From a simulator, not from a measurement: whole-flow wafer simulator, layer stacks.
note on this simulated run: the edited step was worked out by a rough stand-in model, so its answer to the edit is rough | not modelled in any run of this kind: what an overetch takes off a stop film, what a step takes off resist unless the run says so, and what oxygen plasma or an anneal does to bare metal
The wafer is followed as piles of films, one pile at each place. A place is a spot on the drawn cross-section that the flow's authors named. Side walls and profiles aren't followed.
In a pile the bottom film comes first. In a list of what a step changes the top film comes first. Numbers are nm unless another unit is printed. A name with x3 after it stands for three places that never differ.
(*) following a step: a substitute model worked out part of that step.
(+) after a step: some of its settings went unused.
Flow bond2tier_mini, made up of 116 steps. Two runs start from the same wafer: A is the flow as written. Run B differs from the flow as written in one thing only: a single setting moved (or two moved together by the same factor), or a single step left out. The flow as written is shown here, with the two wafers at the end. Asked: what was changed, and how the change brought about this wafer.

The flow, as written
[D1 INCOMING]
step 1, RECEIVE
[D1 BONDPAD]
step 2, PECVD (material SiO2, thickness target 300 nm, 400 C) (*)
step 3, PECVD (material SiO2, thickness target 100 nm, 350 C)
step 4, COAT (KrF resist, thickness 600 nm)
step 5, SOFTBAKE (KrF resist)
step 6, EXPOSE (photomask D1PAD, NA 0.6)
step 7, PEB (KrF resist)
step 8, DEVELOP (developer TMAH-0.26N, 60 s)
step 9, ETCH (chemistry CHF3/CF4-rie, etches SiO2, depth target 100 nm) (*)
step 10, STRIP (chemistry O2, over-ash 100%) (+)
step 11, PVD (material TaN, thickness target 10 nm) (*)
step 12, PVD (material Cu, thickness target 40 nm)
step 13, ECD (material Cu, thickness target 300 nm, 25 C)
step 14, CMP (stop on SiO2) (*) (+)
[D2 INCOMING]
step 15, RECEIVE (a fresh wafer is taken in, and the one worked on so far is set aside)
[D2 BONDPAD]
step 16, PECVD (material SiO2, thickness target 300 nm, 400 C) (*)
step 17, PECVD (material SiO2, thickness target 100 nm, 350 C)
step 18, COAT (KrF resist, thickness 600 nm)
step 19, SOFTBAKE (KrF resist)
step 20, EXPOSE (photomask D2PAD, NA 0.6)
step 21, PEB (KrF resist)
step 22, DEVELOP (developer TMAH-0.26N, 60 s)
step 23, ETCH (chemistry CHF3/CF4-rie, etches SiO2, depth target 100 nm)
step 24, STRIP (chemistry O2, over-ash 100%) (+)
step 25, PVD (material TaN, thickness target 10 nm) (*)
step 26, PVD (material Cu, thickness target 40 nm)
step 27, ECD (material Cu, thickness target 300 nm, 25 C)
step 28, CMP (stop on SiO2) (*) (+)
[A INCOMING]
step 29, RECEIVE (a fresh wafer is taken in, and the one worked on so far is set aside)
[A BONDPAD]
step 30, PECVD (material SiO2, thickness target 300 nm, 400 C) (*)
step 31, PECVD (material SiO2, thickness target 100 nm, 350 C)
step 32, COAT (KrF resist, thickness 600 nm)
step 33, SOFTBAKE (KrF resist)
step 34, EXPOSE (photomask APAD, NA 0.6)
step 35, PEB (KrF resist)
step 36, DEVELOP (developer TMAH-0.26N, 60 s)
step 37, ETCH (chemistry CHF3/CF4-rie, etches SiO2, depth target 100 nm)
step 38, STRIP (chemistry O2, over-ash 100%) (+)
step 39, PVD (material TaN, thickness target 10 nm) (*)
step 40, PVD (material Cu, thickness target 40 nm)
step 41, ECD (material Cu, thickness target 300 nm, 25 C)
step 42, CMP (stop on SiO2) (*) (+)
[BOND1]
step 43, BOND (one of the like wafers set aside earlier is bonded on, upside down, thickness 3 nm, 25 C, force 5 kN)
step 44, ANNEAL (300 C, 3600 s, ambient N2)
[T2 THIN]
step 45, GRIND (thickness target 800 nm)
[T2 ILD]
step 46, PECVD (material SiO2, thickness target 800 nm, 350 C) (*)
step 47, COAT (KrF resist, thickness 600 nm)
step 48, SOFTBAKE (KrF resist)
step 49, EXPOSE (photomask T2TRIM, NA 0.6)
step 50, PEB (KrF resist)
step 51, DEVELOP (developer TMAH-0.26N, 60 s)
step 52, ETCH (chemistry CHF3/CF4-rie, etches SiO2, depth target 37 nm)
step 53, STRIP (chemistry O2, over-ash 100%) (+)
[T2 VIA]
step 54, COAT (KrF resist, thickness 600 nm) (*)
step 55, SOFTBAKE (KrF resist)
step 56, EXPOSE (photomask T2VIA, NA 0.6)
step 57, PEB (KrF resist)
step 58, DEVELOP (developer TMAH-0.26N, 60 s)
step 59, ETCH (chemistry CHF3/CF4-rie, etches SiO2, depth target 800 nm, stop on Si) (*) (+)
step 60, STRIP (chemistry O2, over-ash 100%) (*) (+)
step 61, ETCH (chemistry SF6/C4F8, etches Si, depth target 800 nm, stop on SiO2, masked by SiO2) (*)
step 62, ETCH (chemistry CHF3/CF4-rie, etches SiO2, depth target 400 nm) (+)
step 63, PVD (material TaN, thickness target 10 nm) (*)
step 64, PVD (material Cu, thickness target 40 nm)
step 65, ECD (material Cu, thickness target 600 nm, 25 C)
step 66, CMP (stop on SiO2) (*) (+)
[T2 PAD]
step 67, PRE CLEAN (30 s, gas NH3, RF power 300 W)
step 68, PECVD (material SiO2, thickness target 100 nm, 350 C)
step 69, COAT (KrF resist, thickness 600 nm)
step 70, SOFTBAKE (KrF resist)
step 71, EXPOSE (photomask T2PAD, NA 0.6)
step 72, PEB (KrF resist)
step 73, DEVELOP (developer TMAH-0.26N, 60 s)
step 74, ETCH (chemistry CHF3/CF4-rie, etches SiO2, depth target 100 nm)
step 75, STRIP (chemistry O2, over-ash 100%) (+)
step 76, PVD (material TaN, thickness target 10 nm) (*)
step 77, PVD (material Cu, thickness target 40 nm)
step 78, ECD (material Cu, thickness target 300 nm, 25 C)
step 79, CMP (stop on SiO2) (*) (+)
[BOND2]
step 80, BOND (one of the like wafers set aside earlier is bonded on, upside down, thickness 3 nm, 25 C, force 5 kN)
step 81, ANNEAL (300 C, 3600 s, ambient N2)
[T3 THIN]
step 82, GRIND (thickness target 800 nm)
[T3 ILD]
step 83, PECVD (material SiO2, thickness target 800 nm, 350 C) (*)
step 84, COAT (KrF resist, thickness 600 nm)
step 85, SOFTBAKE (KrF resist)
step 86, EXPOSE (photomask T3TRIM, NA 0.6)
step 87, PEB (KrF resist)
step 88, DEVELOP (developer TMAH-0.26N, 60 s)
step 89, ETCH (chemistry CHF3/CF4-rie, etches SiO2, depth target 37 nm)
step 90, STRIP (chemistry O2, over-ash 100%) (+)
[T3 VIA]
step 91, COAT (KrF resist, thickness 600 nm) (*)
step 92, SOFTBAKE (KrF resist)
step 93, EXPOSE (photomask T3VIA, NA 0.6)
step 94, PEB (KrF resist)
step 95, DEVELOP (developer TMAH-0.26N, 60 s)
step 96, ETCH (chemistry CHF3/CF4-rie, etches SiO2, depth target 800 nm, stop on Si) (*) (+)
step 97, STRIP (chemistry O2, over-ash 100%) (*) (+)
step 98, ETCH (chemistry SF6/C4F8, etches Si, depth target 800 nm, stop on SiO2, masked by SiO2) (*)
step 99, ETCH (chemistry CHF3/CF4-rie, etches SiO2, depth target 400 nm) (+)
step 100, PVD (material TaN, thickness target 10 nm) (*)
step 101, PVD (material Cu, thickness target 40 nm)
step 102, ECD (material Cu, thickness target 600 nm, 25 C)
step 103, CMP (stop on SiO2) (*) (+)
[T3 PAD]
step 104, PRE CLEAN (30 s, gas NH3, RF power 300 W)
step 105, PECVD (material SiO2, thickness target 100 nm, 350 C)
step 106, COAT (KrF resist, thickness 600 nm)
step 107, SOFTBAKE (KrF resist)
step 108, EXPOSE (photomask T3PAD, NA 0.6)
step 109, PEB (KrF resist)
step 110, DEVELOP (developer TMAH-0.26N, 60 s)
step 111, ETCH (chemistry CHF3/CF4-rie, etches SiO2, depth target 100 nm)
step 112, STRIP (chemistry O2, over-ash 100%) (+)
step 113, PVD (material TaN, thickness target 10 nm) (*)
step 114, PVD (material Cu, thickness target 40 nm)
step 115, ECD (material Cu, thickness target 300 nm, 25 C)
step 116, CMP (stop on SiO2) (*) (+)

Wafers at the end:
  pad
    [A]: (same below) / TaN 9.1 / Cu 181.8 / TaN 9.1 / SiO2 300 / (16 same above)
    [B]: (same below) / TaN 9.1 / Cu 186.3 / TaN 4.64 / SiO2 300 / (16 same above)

Cause: step 11, PVD: thickness target 5.1 nm was run, whereas the flow has thickness target 10 nm.

Step by step, how the change led to this:
  step 11, PVD (material TaN, thickness target 10 nm) (*)
      field: A TaN gains 10 (new film) | B TaN gains 5.1 (new film)
      pad: A TaN gains 9.1 (new film) | B TaN gains 4.64 (new film)
      (as well as at 1 more place)
  step 14, CMP (stop on SiO2) (*) (+)
      field: A Cu loses 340 (all of it), TaN loses 10 (all of it) | B Cu loses 340 (all of it), TaN loses 5.1 (all of it)
  step 43, BOND (one of the like wafers set aside earlier is bonded on, upside down, thickness 3 nm, 25 C, force 5 kN)
      pad: A Si gains 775 um (new film), chemical SiO2 gains 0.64 (new film), SiO2 gains 300 (new film), TaN gains 9.1 (new film), Cu gains 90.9 | B Si gains 775 um (new film), chemical SiO2 gains 0.64 (new film), SiO2 gains 300 (new film), TaN gains 4.64 (new film), Cu gains 95.4
      via: A Si gains 775 um (new film), chemical SiO2 gains 0.64 (new film), SiO2 gains 300 (new film), TaN gains 9.97 (new film), Cu gains 90 | B Si gains 775 um (new film), chemical SiO2 gains 0.64 (new film), SiO2 gains 300 (new film), TaN gains 5.09 (new film), Cu gains 94.9
